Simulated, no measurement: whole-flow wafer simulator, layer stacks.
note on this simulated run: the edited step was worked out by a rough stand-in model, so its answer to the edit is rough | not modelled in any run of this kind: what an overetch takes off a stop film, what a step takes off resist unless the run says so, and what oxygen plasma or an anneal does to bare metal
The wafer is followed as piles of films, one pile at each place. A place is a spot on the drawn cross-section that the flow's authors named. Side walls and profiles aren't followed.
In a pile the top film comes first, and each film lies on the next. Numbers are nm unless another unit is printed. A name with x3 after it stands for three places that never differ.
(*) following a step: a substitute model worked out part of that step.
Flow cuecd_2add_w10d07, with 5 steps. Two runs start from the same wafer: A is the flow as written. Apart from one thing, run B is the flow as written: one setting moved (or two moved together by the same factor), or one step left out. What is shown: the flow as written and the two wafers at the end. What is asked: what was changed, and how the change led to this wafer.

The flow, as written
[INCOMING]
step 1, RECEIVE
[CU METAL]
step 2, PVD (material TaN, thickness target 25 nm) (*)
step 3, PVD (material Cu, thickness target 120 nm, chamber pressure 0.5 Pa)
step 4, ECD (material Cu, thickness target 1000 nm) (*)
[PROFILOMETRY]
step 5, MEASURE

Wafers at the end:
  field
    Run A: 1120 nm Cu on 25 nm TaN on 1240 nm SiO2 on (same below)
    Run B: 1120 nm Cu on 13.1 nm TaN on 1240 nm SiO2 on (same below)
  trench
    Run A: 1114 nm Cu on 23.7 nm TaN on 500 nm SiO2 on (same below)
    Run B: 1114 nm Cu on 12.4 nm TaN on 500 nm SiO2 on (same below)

Cause: step 2, PVD: thickness target 13.1 nm was run, whereas the flow has thickness target 25 nm.
The wafer lets one read it off: field has TaN 13.1, and step 2 as written asks for 25 nm.

The path from the change to this, step by step:
  step 2, PVD (material TaN, thickness target 25 nm) (*)
      field: A TaN gains 25 (new film) | B TaN gains 13.1 (new film)
      trench: A TaN gains 23.7 (new film) | B TaN gains 12.4 (new film)
